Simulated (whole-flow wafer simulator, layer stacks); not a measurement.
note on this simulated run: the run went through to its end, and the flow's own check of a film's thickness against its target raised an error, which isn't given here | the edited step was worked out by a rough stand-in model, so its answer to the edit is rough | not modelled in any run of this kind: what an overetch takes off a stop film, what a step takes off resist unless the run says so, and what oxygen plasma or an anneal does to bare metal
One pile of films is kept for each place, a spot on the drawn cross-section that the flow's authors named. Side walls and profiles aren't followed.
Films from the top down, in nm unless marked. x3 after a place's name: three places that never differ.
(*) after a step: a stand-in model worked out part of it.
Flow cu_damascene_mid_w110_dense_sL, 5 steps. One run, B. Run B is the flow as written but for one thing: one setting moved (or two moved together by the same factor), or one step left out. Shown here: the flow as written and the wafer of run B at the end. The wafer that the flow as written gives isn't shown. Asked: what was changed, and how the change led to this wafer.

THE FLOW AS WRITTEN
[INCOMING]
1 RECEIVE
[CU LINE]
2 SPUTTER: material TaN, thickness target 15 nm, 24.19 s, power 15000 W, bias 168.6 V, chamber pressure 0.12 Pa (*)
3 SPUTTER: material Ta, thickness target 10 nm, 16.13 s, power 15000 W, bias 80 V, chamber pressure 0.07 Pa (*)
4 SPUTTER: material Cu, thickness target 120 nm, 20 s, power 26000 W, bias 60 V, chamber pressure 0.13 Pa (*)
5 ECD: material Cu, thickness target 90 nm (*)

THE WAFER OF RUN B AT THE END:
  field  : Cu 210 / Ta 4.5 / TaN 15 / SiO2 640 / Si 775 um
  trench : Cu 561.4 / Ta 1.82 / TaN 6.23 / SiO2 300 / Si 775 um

The cause: step 3, SPUTTER: thickness target 4.5 nm was run, where the flow has thickness target 10 nm; step 3, SPUTTER: 7.26 s was run, where the flow has 16.13 s.
It can be read off the wafer: field has Ta 4.5, and step 3 as written asks for 10 nm.

How the change led to this, step by step:
  3 SPUTTER: material Ta, thickness target 10 nm, 16.13 s, power 15000 W, bias 80 V, chamber pressure 0.07 Pa (*)
      field: Ta +4.5 (new film) (as written it would be: Ta +10 (new film))
      trench: Ta +1.82 (new film) (as written it would be: Ta +4.05 (new film))
